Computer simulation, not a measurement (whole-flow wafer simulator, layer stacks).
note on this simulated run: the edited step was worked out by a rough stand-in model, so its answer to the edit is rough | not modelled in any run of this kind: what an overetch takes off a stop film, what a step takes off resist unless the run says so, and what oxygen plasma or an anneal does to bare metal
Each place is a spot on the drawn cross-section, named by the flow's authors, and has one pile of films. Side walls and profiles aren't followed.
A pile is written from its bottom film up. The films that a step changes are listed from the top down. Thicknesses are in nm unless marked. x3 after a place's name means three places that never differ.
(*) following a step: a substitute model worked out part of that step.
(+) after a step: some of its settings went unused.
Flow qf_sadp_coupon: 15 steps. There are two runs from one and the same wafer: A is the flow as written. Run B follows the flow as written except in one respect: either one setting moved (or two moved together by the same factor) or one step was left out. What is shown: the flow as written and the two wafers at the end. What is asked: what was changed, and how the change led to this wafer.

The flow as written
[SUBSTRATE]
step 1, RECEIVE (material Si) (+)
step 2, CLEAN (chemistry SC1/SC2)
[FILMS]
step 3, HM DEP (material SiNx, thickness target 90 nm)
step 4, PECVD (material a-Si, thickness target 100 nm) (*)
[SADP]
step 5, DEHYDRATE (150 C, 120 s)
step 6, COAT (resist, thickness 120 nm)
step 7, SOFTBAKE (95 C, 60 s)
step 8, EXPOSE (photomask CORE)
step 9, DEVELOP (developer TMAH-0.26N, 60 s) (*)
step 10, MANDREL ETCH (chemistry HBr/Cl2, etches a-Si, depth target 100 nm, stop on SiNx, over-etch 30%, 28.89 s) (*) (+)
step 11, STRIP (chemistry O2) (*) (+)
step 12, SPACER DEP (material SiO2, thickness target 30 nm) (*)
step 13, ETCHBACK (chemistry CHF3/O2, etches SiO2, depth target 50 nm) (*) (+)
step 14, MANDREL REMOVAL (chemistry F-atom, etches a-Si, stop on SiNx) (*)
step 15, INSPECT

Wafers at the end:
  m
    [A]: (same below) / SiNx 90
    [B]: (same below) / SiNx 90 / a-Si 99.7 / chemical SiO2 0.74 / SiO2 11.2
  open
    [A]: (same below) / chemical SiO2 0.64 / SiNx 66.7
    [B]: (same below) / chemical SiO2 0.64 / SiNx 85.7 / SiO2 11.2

Cause: step 13, ETCHBACK: depth target 18.8 nm was run, while the flow as written has depth target 50 nm.

Step by step, how the change led to this:
  step 13, ETCHBACK (chemistry CHF3/O2, etches SiO2, depth target 50 nm) (*) (+)
      m: A SiO2 loses 30 (all of it), chemical SiO2 loses 0.74 (all of it), a-Si loses 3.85 | B SiO2 loses 18.8
      open: A SiO2 loses 30 (all of it), SiNx loses 19 | B SiO2 loses 18.8
  step 14, MANDREL REMOVAL (chemistry F-atom, etches a-Si, stop on SiNx) (*)
      m: A a-Si loses 95.8 (all of it) | B nothing
